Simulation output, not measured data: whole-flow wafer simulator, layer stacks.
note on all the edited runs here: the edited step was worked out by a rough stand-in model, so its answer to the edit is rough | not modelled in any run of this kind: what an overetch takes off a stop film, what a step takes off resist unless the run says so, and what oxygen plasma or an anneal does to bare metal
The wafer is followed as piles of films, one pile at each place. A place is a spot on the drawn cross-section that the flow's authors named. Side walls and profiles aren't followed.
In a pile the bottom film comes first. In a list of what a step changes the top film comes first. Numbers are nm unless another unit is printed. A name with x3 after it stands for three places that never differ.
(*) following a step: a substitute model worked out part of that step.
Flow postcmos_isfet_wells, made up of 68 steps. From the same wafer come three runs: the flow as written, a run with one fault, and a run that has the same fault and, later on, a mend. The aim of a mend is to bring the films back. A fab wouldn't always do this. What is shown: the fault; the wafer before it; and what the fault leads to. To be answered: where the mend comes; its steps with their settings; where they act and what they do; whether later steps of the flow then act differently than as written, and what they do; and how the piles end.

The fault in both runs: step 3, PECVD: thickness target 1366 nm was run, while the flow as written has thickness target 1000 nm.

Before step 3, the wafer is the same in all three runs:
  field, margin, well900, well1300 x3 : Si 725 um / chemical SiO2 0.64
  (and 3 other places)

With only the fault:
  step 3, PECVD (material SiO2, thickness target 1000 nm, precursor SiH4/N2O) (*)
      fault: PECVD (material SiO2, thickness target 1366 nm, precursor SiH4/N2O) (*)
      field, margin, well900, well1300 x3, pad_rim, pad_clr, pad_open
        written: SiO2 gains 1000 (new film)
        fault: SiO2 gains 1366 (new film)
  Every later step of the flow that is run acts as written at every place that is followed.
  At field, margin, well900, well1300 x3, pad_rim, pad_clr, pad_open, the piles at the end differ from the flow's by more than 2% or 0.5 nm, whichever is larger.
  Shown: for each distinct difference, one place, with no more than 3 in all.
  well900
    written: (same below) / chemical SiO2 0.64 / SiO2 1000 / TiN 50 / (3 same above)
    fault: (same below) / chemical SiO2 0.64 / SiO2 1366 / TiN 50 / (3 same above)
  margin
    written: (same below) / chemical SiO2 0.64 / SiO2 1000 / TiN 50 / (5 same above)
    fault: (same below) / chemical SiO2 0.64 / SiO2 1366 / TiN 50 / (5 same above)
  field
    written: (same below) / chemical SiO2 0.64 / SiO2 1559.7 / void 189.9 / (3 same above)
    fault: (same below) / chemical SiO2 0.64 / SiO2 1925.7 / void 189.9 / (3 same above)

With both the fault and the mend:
  The mend stands after step 3.
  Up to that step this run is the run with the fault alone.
  step 3a, ETCH (chemistry boe, depth target 1571 nm)
      field, margin, well900, well1300 x3, pad_rim, pad_clr, pad_open
        SiO2 loses 1366 (all of it), chemical SiO2 loses 0.64 (all of it)
  step 3b, PECVD (material SiO2, thickness target 1000 nm, precursor SiH4/N2O) (the flow's step 3 again)
      field, margin, well900, well1300 x3, pad_rim, pad_clr, pad_open
        SiO2 gains 1000 (new film)
  Every later step of the flow that is run acts as written at every place that is followed.
  At field, margin, well900, well1300 x3, pad_rim, pad_clr, pad_open, the piles at the end differ from the flow's by more than 2% or 0.5 nm, whichever is larger.
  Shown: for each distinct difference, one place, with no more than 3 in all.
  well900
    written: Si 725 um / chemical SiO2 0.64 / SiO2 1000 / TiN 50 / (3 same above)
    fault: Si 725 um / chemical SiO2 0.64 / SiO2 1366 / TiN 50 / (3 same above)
    mend: Si 725 um / SiO2 1000 / TiN 50 / (3 same above)
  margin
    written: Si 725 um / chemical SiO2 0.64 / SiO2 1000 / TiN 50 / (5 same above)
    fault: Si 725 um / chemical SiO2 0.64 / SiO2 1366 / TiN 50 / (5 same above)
    mend: Si 725 um / SiO2 1000 / TiN 50 / (5 same above)
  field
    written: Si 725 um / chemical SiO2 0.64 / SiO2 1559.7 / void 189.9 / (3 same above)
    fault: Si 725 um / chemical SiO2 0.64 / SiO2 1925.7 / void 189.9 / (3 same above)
    mend: Si 725 um / SiO2 1559.7 / void 189.9 / (3 same above)
